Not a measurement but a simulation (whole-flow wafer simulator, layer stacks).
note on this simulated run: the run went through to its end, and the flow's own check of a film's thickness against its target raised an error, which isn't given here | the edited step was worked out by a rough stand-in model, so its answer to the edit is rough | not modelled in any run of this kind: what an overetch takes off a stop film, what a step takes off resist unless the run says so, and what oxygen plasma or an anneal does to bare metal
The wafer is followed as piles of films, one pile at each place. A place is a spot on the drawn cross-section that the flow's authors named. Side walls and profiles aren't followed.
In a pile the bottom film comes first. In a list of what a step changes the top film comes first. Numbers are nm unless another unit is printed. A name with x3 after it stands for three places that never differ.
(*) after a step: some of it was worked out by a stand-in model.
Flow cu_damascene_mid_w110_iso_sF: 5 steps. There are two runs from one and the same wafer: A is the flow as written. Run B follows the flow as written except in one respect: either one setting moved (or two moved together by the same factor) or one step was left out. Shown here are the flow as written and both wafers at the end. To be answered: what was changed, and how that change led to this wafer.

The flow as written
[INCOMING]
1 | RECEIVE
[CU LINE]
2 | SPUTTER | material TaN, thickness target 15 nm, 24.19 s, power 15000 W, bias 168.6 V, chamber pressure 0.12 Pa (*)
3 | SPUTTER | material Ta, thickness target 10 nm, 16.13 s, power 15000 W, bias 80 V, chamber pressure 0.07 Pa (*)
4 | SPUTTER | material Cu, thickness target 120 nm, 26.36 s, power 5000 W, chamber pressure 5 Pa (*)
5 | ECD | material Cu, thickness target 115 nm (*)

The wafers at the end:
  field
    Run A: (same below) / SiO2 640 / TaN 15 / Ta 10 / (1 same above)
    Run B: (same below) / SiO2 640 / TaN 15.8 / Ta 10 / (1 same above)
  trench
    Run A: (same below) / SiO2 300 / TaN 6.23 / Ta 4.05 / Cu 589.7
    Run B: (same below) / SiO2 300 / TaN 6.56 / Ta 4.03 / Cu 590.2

Cause: step 2, SPUTTER: thickness target 15.8 nm was run, while the flow as written has thickness target 15 nm; step 2, SPUTTER: 25.4 s was run, where the flow has 24.19 s.
One can read it off the wafer: field has TaN 15.8, and step 2 as written asks for 15 nm.

How this came from the change, step by step:
  2 | SPUTTER | material TaN, thickness target 15 nm, 24.19 s, power 15000 W, bias 168.6 V, chamber pressure 0.12 Pa (*)
      field: A TaN gains 15 (new film) | B TaN gains 15.8 (new film)
